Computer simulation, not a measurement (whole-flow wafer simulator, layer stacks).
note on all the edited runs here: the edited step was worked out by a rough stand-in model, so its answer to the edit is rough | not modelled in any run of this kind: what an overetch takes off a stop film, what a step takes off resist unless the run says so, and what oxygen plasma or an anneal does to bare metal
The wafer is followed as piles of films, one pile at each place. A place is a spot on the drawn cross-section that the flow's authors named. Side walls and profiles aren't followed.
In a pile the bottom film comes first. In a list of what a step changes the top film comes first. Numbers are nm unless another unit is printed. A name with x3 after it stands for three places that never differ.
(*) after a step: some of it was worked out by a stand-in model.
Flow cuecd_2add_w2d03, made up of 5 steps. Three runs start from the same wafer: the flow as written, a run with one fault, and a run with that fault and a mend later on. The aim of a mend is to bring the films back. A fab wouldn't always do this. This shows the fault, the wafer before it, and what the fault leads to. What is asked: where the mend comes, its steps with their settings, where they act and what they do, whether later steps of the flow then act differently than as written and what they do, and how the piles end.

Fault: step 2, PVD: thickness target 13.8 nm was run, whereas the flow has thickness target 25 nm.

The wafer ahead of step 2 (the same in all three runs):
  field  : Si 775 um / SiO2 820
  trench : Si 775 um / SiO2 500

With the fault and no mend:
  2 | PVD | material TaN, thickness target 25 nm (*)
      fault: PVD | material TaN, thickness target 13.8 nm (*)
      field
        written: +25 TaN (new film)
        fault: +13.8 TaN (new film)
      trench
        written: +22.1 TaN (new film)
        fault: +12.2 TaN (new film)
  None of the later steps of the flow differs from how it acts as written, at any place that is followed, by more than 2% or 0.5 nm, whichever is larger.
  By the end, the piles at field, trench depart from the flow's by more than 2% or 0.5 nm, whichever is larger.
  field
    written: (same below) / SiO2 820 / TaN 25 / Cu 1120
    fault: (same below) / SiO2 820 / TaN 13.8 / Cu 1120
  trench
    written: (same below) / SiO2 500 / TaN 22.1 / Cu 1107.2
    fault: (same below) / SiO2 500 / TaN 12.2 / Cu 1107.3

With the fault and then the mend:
  The mend follows step 2.
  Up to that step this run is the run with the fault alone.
  2a | PVD | material TaN, thickness target 11.2 nm (*) (the flow's step 2, run once more with other settings)
      field
        +11.2 TaN
      trench
        +9.89 TaN
  None of the later steps of the flow acts differently than as written at any place that is followed.
  By the end, the piles equal the flow's at every place that both follow.
